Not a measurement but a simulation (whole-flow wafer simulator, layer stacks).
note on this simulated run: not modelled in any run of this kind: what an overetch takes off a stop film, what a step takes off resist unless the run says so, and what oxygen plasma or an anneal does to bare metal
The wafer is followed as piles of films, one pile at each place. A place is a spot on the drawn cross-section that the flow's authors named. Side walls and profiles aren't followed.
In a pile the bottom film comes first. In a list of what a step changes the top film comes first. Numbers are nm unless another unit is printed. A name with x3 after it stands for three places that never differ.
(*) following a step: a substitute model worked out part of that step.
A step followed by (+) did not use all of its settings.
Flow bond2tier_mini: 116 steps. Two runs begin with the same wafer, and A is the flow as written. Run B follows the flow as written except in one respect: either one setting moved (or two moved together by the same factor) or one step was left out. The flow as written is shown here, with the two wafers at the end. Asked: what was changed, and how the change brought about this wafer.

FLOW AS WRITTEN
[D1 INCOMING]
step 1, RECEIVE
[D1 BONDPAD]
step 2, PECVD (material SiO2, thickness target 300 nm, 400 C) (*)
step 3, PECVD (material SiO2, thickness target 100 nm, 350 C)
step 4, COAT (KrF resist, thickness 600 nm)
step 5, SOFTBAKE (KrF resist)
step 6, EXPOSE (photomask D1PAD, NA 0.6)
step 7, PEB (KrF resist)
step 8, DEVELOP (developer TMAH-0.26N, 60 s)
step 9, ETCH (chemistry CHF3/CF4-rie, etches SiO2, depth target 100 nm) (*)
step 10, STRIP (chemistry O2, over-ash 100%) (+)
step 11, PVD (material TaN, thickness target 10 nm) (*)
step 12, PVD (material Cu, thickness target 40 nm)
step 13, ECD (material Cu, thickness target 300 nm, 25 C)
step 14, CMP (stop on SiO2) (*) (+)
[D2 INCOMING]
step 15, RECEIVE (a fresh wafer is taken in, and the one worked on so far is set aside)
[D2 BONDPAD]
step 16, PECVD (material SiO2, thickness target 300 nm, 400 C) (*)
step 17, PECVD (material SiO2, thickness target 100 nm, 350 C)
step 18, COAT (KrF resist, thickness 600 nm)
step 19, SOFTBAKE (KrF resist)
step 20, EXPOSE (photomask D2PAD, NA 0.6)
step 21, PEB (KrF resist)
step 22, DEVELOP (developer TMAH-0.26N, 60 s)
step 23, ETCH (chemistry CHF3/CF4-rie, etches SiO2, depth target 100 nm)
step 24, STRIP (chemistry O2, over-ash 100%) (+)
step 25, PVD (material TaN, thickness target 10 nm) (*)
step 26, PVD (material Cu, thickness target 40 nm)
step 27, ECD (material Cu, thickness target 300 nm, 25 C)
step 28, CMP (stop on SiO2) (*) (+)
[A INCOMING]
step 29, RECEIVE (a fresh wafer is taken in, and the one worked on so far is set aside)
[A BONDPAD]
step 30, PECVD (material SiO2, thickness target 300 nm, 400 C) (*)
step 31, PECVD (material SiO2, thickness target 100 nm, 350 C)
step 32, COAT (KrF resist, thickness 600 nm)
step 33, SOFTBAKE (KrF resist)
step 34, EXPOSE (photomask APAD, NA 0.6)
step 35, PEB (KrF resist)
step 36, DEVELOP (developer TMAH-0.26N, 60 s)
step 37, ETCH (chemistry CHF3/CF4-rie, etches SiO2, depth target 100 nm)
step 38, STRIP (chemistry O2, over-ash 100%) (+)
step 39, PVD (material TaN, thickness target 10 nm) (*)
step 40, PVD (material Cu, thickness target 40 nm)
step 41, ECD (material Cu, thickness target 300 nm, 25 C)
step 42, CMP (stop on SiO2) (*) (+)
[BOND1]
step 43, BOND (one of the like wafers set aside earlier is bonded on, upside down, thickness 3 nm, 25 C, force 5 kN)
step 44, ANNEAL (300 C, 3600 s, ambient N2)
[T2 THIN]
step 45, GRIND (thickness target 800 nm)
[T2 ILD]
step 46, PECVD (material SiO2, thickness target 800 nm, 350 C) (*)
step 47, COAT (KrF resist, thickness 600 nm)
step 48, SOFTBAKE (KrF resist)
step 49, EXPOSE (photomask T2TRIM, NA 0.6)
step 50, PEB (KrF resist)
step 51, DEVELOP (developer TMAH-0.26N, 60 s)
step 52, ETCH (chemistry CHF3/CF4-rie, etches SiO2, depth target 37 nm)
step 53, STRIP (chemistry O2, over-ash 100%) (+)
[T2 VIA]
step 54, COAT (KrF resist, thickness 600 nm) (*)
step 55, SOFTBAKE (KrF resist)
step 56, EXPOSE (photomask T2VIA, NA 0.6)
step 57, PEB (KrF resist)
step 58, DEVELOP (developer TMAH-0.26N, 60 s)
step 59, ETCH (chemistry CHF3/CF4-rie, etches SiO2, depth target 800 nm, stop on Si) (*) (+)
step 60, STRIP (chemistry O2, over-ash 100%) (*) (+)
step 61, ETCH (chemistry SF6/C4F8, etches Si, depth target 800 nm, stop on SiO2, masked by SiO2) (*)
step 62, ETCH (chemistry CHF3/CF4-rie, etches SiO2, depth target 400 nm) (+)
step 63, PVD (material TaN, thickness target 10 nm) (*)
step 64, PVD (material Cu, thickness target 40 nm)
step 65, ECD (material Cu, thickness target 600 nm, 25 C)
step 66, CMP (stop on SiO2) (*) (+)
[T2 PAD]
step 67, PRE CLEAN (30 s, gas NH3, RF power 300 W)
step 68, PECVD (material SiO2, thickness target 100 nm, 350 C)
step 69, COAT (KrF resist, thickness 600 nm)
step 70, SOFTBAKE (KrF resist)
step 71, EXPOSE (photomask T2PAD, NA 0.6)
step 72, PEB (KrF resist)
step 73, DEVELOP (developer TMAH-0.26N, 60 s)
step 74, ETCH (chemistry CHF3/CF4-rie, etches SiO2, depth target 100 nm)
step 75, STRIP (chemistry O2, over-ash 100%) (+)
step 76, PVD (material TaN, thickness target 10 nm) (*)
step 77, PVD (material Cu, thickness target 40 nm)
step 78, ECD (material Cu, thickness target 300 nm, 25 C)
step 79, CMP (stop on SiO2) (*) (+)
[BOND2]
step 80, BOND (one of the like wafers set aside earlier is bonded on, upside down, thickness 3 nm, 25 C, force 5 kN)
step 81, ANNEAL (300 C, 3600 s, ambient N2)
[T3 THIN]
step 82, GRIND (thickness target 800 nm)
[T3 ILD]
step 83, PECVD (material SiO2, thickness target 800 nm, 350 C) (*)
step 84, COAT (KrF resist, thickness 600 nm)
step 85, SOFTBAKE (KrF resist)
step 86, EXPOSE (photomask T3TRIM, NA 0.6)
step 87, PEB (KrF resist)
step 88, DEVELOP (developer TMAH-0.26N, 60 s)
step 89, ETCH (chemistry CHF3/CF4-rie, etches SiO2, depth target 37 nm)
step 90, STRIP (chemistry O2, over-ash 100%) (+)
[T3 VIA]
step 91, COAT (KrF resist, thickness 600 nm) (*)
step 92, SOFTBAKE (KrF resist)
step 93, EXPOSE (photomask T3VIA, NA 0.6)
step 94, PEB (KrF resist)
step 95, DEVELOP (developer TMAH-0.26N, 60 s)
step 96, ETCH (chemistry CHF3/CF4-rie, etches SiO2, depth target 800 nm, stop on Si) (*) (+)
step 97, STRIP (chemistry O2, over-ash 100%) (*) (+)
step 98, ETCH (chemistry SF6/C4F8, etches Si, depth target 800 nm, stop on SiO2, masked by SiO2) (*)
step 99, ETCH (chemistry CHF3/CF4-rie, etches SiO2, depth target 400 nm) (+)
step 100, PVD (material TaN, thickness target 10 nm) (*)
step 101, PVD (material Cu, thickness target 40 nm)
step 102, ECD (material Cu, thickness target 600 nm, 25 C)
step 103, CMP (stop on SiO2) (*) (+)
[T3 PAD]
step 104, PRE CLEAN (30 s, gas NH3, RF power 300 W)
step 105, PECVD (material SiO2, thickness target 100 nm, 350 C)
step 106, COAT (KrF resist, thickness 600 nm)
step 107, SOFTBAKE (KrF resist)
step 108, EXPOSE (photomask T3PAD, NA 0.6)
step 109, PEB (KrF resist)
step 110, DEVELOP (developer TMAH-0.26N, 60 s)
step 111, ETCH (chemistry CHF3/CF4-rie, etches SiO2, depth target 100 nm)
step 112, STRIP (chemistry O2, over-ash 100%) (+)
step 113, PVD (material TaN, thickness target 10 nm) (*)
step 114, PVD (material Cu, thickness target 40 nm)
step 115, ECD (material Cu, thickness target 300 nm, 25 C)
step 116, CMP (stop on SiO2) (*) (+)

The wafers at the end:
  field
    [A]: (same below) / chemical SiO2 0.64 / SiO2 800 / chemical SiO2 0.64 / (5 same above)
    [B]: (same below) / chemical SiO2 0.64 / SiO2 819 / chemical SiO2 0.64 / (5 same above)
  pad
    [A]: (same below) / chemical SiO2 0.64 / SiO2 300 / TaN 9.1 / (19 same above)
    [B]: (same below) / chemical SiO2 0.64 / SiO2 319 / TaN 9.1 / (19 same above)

Cause: step 31, PECVD: thickness target 119 nm was run, whereas the flow has thickness target 100 nm.

Step by step, how the change led to this:
  step 31, PECVD (material SiO2, thickness target 100 nm, 350 C)
      field, pad, via: A +100 SiO2 | B +119 SiO2
